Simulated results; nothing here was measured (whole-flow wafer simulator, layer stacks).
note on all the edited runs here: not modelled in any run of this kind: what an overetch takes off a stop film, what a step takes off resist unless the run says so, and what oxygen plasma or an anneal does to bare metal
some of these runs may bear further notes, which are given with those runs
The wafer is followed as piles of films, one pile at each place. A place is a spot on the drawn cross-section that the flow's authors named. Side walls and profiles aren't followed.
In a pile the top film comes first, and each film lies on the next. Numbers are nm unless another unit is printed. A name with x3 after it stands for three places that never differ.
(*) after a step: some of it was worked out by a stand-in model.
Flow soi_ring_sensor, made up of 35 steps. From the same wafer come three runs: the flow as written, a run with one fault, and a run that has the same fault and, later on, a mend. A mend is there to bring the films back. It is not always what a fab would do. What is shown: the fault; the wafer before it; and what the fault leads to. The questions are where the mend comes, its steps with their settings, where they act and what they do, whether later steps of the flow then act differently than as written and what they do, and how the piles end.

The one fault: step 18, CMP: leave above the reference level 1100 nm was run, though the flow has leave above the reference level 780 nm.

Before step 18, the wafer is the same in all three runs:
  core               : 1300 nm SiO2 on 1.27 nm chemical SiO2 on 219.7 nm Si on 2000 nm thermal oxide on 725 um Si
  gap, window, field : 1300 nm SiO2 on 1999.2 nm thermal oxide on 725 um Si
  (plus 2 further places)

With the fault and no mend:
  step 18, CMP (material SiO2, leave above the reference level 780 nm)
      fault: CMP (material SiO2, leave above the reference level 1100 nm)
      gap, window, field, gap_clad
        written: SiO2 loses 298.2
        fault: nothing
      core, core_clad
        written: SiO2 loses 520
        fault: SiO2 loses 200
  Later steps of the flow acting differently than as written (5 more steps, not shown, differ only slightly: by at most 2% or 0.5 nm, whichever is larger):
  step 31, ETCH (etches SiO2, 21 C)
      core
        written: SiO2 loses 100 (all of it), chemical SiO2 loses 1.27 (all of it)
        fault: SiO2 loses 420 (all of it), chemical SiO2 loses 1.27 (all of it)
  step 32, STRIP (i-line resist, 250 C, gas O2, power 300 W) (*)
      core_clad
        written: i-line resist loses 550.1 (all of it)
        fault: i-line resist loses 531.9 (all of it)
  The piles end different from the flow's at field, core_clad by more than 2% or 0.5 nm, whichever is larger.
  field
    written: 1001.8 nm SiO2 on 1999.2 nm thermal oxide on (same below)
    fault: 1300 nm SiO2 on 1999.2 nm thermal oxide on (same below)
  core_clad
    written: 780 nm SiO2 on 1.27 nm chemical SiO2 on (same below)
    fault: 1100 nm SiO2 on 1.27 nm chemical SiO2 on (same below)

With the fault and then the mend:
  After step 19 comes the mend.
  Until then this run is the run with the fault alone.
  step 19a, CMP (material SiO2, leave above the reference level 780 nm) (the flow's step 18 again)
      gap, window, field, gap_clad
        SiO2 loses 298.2
      core, core_clad
        SiO2 loses 320
  None of the later steps of the flow acts differently than as written at any place that is followed.
  By the end, the piles equal the flow's at every place that both follow.
